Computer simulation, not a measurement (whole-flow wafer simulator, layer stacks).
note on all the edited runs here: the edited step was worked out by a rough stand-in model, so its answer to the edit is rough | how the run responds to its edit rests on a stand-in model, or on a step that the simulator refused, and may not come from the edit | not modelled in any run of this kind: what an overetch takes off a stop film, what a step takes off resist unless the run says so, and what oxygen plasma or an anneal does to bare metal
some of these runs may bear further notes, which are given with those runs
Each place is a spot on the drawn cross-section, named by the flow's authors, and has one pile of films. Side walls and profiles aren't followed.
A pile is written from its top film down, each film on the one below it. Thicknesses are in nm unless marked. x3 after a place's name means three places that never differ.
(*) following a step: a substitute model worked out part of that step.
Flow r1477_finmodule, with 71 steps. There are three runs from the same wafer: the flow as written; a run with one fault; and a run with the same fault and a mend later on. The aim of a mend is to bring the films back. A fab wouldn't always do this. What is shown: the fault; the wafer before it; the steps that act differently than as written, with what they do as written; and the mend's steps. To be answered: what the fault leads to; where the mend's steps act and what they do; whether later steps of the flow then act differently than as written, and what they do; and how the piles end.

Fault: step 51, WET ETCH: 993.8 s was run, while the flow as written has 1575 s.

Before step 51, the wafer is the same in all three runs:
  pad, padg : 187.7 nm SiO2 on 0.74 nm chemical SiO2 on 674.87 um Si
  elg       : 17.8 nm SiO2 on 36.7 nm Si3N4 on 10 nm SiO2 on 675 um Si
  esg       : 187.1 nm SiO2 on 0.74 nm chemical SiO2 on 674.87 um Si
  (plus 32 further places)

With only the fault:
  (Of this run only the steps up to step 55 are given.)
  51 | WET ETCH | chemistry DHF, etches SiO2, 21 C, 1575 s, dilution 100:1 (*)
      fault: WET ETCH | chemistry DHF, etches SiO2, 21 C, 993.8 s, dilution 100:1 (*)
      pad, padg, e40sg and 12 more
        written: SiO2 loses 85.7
        fault: SiO2 loses 54.1
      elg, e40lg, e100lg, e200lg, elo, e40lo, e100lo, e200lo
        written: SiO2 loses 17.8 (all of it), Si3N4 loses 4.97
        fault: SiO2 loses 17.8 (all of it), Si3N4 loses 2.6
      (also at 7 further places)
  None of the later steps of the flow up to step 55 differs from how it acts as written, at any place that is followed, by more than 2% or 0.5 nm, whichever is larger.
  Once step 55 is done, the piles at pad, padg, elg and 27 more depart from the flow's by more than 2% or 0.5 nm, whichever is larger.
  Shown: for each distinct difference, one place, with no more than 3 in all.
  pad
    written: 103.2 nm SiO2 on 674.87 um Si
    fault: 134.8 nm SiO2 on 674.87 um Si
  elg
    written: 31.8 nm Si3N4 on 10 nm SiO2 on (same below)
    fault: 34.1 nm Si3N4 on 10 nm SiO2 on (same below)
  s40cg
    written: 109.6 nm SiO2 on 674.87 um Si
    fault: 138.8 nm SiO2 on 674.87 um Si

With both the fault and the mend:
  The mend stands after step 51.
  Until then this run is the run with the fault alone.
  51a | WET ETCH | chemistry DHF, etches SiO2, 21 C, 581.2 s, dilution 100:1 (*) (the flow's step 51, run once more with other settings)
      pad, padg, e40sg and 12 more
        SiO2 loses 31.6
      elg, e40lg, e100lg, e200lg, elo, e40lo, e100lo, e200lo
        Si3N4 loses 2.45
      esg, s40cg, s45cg, s50cg, s40co, s45co, s50co
        SiO2 loses 29.2
  None of the later steps of the flow differs from how it acts as written, at any place that is followed, by more than 2% or 0.5 nm, whichever is larger.
  When the end is reached, the piles differ only a little from the flow's at the places that both follow, at most by 2% or 0.5 nm, whichever is larger.
